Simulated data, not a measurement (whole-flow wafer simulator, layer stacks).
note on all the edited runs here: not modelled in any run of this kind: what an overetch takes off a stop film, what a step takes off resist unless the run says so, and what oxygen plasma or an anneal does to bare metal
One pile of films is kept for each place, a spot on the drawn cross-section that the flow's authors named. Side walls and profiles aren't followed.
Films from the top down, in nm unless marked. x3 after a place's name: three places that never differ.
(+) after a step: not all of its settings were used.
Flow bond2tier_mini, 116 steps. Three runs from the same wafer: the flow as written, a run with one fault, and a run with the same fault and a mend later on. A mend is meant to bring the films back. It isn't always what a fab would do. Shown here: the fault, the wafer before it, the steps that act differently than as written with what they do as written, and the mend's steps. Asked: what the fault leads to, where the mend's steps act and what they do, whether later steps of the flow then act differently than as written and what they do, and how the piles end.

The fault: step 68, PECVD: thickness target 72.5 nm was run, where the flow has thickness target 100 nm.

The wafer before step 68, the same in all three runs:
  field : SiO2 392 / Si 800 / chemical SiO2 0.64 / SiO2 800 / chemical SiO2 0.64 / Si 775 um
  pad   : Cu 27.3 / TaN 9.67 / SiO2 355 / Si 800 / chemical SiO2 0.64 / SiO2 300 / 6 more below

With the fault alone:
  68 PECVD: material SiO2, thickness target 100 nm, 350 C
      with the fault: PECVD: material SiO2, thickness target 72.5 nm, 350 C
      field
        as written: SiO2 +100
        with the fault: SiO2 +72.5
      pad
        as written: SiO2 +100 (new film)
        with the fault: SiO2 +72.5 (new film)
  Later steps of the flow that act differently than as written (1 more step differs only slightly, by at most 2% or 0.5 nm, whichever is larger, and isn't shown):
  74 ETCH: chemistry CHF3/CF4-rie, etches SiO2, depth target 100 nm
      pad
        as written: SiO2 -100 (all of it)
        with the fault: SiO2 -72.5 (all of it), Cu -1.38
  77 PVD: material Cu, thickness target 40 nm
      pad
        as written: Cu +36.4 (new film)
        with the fault: Cu +37.3 (new film)
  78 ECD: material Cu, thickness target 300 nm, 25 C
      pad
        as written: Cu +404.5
        with the fault: Cu +377.2
  At the end the piles differ from the flow's by more than 2% or 0.5 nm, whichever is larger, at field, pad.
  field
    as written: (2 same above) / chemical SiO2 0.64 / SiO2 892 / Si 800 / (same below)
    with the fault: (2 same above) / chemical SiO2 0.64 / SiO2 864.5 / Si 800 / (same below)
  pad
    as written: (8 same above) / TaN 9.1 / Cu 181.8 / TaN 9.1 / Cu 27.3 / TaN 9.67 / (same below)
    with the fault: (8 same above) / TaN 9.1 / Cu 155.4 / TaN 9.38 / Cu 26 / TaN 9.67 / (same below)

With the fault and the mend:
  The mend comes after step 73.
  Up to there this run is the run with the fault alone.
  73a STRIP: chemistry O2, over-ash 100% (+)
      field
        KrF resist -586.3 (all of it)
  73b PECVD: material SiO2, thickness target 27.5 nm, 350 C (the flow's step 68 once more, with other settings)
      field, pad
        SiO2 +27.5
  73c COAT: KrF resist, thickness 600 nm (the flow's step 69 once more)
      field, pad
        KrF resist +600 (new film)
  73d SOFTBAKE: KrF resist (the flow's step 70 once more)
      changes no film at any place that is followed
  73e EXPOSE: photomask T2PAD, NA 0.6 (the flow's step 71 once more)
      changes no film at any place that is followed
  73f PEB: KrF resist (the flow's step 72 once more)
      changes no film at any place that is followed
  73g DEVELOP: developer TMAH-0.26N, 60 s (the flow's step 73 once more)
      field
        KrF resist -13.7
      pad
        KrF resist -600 (all of it)
  No later step of the flow acts differently than as written at any place that is followed.
  At the end the piles are the same as the flow's at every place that both follow.
